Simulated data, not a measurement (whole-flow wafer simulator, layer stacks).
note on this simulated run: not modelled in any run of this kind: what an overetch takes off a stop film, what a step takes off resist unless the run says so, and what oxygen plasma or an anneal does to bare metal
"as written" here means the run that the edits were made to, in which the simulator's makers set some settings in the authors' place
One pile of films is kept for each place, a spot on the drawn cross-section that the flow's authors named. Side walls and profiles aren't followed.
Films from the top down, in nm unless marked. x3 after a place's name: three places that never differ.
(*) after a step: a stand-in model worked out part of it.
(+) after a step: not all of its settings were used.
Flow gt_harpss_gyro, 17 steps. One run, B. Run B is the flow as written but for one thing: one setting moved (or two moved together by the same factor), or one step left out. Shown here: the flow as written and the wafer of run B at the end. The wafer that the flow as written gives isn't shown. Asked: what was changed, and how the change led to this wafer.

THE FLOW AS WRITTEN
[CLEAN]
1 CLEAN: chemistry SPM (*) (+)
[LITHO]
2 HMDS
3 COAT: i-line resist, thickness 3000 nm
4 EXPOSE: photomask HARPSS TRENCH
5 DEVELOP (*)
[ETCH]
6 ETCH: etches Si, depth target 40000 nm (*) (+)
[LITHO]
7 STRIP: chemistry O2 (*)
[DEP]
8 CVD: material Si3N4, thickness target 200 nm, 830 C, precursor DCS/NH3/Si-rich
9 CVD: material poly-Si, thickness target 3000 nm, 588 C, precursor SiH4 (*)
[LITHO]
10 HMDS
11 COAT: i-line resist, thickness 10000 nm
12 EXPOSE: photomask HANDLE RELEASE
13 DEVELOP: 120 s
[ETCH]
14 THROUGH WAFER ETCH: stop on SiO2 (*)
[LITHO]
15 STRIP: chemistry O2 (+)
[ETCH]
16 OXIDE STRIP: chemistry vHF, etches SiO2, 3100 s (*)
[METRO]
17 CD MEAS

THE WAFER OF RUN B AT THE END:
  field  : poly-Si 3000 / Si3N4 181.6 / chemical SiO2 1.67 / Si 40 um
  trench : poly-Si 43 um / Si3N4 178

The cause: step 8, CVD: thickness target 181.6 nm was run, where the flow has thickness target 200 nm.
It can be read off the wafer: field has Si3N4 181.6, and step 8 as written asks for 200 nm.

How the change led to this, step by step:
  8 CVD: material Si3N4, thickness target 200 nm, 830 C, precursor DCS/NH3/Si-rich
      field: Si3N4 +181.6 (new film) (as written it would be: Si3N4 +200 (new film))
      trench: Si3N4 +178 (new film) (as written it would be: Si3N4 +195.9 (new film))
  9 CVD: material poly-Si, thickness target 3000 nm, 588 C, precursor SiH4 (*)
      trench: poly-Si +43 um (new film) (as written it would be: poly-Si +43.01 um (new film))
